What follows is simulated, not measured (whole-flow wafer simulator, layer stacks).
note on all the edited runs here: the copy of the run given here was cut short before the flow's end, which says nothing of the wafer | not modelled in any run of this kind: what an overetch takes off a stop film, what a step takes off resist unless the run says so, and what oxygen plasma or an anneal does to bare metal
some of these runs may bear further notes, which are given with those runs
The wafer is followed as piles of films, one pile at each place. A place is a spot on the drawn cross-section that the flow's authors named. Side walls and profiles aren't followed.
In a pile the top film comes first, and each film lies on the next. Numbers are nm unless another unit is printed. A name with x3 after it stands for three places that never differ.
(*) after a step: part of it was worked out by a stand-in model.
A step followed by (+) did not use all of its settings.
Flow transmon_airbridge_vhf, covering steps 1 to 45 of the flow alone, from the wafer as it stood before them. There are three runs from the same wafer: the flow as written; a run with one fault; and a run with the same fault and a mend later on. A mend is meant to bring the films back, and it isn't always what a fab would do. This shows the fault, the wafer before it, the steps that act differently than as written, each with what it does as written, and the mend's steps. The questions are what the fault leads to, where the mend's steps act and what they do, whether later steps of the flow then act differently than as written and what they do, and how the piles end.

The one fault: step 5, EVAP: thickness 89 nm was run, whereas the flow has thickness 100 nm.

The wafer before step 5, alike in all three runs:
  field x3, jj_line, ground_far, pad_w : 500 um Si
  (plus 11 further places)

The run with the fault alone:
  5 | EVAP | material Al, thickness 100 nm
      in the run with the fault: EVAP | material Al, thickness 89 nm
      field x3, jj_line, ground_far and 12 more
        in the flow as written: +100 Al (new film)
        in the run with the fault: +89 Al (new film)
  Steps later in the flow that act otherwise than as written (not shown: 19 more steps that differ only slightly, by at most 2% or 0.5 nm, whichever is larger):
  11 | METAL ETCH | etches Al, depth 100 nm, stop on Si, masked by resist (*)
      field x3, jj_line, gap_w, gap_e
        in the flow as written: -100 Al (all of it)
        in the run with the fault: -89 Al (all of it)
  The piles end different from the flow's at ground_far, flank_w, cpw_trace, flank_e, trace_open_s x2, margin_s, bridge_strip, margin_n by more than 2% or 0.5 nm, whichever is larger.
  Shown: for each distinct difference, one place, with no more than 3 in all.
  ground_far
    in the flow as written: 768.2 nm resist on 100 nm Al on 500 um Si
    in the run with the fault: 768.2 nm resist on 89 nm Al on 500 um Si
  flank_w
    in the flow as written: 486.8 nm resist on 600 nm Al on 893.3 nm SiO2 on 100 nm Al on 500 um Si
    in the run with the fault: 487.8 nm resist on 600 nm Al on 893.3 nm SiO2 on 89 nm Al on 500 um Si
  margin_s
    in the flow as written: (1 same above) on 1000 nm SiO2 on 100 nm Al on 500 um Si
    in the run with the fault: (1 same above) on 1000 nm SiO2 on 89 nm Al on 500 um Si

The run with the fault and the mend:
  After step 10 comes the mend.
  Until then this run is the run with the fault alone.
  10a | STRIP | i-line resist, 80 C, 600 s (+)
      ground_far, pad_w, flank_w and 8 more
        -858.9 i-line resist (all of it)
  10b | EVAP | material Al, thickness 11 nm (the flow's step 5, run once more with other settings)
      field x3, jj_line, ground_far and 12 more
        +11 Al
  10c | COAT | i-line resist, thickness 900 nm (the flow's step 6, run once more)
      field x3, jj_line, ground_far and 12 more
        +900 i-line resist (new film)
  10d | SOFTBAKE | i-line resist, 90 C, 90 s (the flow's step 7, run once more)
      alters no film at any place that is followed
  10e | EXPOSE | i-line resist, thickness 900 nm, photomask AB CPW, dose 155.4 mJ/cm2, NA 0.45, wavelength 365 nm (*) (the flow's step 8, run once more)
      alters no film at any place that is followed
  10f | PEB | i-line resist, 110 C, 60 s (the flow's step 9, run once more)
      field x3, jj_line, ground_far and 12 more
        -41 i-line resist
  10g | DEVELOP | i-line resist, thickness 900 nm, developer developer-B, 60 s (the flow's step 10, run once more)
      ground_far, pad_w, flank_w and 8 more
        -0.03 i-line resist
      field x3, jj_line, gap_w, gap_e
        -859 i-line resist (all of it)
  None of the later steps of the flow acts differently than as written at any place that is followed.
  The piles end the same as the flow's at every place that both follow.
